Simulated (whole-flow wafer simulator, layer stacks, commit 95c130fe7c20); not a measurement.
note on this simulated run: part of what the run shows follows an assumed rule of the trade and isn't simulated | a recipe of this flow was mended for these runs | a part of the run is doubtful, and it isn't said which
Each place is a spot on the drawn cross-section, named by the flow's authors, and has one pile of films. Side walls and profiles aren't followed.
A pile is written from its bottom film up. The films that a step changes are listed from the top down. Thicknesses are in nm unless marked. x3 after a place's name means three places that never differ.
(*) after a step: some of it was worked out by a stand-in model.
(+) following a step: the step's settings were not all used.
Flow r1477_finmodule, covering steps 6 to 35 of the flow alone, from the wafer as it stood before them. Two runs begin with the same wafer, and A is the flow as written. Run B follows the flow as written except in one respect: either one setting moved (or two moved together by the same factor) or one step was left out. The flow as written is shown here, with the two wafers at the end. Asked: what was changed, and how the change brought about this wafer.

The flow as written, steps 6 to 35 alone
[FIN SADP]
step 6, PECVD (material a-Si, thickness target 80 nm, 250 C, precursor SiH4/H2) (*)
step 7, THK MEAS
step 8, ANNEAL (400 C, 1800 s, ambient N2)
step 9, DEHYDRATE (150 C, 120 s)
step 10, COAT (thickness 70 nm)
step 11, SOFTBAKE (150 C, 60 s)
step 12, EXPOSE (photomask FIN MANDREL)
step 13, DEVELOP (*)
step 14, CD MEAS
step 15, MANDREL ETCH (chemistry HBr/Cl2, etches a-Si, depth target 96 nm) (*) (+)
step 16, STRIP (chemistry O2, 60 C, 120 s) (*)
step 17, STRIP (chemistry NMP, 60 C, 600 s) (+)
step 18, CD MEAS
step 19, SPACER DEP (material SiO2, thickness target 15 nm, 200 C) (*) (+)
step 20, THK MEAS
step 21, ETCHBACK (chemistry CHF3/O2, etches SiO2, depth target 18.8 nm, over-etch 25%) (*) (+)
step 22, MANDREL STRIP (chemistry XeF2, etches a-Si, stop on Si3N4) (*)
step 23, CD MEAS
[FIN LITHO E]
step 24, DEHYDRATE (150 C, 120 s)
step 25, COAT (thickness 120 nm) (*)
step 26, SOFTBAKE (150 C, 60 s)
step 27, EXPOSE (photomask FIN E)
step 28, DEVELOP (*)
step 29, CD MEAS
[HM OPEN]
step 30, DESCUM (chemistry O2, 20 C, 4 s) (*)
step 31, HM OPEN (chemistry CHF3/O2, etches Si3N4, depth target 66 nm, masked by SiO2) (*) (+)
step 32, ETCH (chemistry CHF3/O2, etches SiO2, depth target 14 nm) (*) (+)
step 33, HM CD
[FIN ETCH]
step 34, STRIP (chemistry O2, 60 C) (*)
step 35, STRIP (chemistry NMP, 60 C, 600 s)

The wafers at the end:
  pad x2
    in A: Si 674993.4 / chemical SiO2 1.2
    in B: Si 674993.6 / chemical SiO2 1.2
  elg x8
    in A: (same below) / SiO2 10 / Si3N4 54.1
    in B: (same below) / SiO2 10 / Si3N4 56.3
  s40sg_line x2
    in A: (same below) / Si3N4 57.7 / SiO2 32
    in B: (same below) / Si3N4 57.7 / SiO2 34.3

The reason: step 21, ETCHBACK: depth target 16.5 nm was run, while the flow as written has depth target 18.8 nm.

How this came from the change, step by step:
  step 21, ETCHBACK (chemistry CHF3/O2, etches SiO2, depth target 18.8 nm, over-etch 25%) (*) (+)
      pad x2, elg x8, esg x2 and 12 more: A -15 SiO2 (all of it), -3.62 Si3N4 | B -15 SiO2 (all of it), -1.39 Si3N4
  step 31, HM OPEN (chemistry CHF3/O2, etches Si3N4, depth target 66 nm, masked by SiO2) (*) (+)
      pad x2, esg x2, e40sg x2, e100sg x2, e200sg x2, s40sg x2, s45sg x2, s50sg x2: A -54.1 Si3N4 (all of it), -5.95 SiO2 | B -56.3 Si3N4 (all of it), -4.84 SiO2
  step 32, ETCH (chemistry CHF3/O2, etches SiO2, depth target 14 nm) (*) (+)
      pad x2, esg x2, e40sg x2, e100sg x2, e200sg x2, s40sg x2, s45sg x2, s50sg x2: A -4.05 SiO2 (all of it), -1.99 Si | B -5.16 SiO2 (all of it), -1.77 Si
